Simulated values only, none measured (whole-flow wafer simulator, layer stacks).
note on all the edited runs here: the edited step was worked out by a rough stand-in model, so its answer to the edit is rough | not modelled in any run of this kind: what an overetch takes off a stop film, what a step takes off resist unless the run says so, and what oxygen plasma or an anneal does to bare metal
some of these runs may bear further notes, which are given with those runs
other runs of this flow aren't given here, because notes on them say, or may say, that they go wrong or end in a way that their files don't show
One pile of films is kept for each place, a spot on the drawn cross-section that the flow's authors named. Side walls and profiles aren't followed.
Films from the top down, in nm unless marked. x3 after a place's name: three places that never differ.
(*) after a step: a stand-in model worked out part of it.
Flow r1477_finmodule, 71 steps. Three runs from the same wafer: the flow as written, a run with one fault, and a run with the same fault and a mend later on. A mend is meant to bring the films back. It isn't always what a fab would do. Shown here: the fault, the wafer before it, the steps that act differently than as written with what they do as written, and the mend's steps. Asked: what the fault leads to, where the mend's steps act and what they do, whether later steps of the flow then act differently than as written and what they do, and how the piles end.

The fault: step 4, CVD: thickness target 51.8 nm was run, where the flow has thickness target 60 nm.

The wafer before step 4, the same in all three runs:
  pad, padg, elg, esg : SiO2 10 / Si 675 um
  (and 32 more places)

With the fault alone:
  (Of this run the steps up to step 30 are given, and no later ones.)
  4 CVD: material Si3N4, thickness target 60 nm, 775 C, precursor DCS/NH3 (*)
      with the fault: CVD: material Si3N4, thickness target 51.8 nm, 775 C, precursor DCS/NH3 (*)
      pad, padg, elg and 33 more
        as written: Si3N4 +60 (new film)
        with the fault: Si3N4 +51.8 (new film)
  No later step of the flow up to step 30 acts differently than as written at any place that is followed.
  After step 30 the piles differ from the flow's by more than 2% or 0.5 nm, whichever is larger, at pad, padg, elg and 33 more.
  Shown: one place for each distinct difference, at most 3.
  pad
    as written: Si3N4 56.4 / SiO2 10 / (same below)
    with the fault: Si3N4 48.2 / SiO2 10 / (same below)
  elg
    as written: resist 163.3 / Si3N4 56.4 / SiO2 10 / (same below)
    with the fault: resist 163.3 / Si3N4 48.2 / SiO2 10 / (same below)
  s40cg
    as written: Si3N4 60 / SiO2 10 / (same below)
    with the fault: Si3N4 51.8 / SiO2 10 / (same below)

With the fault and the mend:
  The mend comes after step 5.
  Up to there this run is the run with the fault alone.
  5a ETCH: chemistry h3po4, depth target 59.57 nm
      pad, padg, elg and 33 more
        Si3N4 -51.8 (all of it)
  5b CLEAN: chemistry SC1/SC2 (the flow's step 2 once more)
      changes no film at any place that is followed
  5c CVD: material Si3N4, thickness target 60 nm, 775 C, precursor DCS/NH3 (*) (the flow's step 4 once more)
      pad, padg, elg and 33 more
        Si3N4 +60 (new film)
  No later step of the flow acts differently than as written at any place that is followed.
  At the end the piles are the same as the flow's at every place that both follow.
